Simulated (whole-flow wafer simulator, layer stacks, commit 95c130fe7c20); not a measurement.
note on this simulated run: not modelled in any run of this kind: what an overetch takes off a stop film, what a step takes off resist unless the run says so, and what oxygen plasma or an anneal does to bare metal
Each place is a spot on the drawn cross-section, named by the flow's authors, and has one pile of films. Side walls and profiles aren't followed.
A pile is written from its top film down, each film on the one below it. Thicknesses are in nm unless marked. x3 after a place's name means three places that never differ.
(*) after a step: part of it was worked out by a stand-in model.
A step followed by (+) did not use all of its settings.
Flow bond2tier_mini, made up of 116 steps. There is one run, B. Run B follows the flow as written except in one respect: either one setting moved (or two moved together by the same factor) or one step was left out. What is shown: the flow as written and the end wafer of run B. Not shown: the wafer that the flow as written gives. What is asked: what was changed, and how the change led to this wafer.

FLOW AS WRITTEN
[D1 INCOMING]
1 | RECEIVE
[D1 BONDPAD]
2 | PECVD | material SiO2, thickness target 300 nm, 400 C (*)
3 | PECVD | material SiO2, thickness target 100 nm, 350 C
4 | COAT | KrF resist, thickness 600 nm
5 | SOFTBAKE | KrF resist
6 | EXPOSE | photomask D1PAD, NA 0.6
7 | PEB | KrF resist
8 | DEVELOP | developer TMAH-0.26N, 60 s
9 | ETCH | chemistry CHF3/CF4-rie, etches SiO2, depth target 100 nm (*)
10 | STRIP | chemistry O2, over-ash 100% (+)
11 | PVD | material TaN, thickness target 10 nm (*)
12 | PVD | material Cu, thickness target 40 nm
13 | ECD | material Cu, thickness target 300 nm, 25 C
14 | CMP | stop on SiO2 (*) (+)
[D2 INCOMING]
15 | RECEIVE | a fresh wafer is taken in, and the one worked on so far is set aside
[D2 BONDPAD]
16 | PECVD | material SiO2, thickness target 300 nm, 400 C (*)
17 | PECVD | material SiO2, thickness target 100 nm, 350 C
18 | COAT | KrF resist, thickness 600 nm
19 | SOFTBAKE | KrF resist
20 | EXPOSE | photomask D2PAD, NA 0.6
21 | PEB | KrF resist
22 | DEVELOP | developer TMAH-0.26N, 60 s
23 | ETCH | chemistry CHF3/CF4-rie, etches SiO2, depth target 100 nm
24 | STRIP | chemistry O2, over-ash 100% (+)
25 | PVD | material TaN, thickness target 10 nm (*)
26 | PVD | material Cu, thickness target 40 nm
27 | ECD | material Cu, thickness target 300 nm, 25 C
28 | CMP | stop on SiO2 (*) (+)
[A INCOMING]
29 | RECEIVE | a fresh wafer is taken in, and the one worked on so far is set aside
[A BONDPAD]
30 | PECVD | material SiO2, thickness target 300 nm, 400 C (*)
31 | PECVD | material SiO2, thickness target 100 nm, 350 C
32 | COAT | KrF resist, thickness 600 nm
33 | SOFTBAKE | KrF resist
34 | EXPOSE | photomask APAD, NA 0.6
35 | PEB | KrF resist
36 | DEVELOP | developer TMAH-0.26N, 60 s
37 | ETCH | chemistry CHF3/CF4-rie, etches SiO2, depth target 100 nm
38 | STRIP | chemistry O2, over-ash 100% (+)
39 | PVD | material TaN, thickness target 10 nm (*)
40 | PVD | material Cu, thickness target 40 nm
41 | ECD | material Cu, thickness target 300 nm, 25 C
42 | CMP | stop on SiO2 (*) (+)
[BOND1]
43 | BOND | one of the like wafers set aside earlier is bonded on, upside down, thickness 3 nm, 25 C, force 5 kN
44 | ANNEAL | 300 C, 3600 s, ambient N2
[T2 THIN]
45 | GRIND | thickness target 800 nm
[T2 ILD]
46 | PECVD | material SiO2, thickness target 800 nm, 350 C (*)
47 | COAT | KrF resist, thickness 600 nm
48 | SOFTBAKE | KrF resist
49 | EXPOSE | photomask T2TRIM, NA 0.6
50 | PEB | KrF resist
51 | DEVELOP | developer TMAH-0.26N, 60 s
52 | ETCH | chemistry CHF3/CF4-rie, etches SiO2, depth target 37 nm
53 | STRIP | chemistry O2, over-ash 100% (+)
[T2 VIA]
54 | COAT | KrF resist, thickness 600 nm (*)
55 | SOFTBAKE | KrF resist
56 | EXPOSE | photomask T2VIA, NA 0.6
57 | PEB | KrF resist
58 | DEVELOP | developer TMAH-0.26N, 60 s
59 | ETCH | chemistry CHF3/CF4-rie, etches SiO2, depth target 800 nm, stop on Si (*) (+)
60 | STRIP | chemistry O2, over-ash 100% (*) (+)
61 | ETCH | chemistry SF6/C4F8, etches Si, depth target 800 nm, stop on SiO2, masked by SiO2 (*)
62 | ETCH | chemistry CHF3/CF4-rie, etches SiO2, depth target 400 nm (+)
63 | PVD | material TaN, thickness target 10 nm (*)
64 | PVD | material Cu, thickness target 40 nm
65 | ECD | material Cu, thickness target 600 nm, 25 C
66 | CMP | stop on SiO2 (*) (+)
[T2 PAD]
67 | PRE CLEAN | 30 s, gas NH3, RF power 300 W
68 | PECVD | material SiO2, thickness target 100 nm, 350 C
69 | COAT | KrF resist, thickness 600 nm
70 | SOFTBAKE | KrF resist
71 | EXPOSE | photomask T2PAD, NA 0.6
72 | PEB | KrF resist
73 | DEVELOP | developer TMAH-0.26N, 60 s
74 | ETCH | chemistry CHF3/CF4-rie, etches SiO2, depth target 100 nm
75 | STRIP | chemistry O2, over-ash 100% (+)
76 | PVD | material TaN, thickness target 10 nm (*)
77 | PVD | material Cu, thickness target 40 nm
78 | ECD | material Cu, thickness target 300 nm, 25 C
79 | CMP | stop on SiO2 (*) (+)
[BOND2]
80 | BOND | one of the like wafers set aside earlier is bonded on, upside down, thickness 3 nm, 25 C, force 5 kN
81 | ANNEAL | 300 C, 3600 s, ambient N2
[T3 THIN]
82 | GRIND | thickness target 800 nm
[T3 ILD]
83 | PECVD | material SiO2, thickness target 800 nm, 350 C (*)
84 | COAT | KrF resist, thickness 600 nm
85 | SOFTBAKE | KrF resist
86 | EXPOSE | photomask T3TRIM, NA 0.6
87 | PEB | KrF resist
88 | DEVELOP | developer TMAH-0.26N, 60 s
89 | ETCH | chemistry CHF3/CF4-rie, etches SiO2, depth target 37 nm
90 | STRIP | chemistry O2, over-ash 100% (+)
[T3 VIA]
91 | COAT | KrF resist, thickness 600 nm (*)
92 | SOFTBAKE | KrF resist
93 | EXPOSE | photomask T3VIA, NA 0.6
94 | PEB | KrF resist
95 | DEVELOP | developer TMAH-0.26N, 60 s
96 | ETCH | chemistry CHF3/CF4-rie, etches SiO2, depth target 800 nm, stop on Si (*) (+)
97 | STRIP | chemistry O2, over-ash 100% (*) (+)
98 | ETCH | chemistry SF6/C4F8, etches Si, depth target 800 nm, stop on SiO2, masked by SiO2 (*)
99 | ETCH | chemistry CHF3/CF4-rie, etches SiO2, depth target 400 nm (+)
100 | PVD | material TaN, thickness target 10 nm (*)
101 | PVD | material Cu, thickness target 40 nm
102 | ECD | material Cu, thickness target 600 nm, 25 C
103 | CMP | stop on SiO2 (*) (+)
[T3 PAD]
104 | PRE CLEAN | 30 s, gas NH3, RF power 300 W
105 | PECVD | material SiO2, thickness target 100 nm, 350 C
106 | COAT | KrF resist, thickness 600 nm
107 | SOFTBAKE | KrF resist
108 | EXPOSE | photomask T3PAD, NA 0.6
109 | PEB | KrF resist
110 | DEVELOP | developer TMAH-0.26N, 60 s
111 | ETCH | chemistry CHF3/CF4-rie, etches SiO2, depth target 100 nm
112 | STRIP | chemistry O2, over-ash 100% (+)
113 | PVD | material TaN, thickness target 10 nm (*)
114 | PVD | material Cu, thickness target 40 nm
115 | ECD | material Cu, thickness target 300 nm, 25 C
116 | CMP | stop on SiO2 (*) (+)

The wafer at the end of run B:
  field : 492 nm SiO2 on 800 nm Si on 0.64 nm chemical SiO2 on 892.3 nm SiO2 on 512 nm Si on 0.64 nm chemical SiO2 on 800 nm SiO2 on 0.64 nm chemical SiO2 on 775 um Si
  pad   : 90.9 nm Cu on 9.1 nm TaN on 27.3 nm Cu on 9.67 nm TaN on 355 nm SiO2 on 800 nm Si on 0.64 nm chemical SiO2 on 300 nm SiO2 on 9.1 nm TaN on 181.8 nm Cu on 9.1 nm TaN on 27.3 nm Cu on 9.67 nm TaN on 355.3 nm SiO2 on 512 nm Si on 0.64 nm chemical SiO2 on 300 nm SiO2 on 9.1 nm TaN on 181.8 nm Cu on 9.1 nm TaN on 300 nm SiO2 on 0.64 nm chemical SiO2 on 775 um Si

Cause: step 45, GRIND: thickness target 512 nm was run, whereas the flow has thickness target 800 nm.
The wafer lets one read it off: field has Si 512, and step 45 as written asks for 800 nm.

The path from the change to this, step by step:
  45 | GRIND | thickness target 800 nm
      field, pad, via: -774.49 um Si (as written it would have been: -774.2 um Si)
